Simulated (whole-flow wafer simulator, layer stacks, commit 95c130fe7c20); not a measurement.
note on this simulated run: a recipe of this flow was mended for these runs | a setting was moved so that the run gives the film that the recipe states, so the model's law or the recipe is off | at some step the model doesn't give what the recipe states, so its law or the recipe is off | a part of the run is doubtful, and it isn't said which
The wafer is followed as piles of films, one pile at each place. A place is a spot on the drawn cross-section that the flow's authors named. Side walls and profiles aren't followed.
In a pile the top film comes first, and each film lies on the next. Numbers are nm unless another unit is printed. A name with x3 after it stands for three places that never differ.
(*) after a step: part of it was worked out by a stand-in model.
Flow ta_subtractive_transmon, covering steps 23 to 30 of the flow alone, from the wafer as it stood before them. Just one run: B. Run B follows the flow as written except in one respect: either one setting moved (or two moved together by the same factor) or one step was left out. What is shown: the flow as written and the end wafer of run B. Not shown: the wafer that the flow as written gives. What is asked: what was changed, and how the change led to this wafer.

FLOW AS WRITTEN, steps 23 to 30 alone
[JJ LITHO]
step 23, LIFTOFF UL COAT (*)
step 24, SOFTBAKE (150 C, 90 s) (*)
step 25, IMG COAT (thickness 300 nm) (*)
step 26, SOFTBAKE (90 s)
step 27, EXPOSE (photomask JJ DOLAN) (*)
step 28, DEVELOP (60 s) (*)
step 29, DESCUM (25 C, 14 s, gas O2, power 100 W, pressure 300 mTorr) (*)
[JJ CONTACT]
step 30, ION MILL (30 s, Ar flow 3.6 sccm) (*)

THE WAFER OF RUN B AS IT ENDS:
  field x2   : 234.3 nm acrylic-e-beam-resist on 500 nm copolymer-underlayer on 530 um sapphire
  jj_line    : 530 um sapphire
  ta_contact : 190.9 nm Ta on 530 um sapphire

What caused this: step 25, IMG COAT: thickness 264 nm was run, whereas the flow has thickness 300 nm; step 30, ION MILL: 26.4 s was run, where the flow has 30 s.

The path from the change to this, step by step:
  step 25, IMG COAT (thickness 300 nm) (*)
      field x2, jj_line: +264 acrylic-e-beam-resist (new film) (in the flow as written it would be: +300 acrylic-e-beam-resist (new film))
      lead: +275.5 acrylic-e-beam-resist (new film) (in the flow as written it would be: +312.5 acrylic-e-beam-resist (new film))
      (and at 2 other places as well)
  step 28, DEVELOP (60 s) (*)
      jj_line: -264 acrylic-e-beam-resist (all of it), -500 copolymer-underlayer (all of it) (in the flow as written it would be: -300 acrylic-e-beam-resist (all of it), -500 copolymer-underlayer (all of it))
      lead: -275.5 acrylic-e-beam-resist (all of it), -554.7 copolymer-underlayer (all of it) (in the flow as written it would be: -312.5 acrylic-e-beam-resist (all of it), -554.7 copolymer-underlayer (all of it))
      (and at 1 other place as well)
  step 30, ION MILL (30 s, Ar flow 3.6 sccm) (*)
      field x2, ta_pad: -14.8 acrylic-e-beam-resist (in the flow as written it would be: -16.8 acrylic-e-beam-resist)
      ta_contact: -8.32 Ta (in the flow as written it would be: -9.45 Ta)
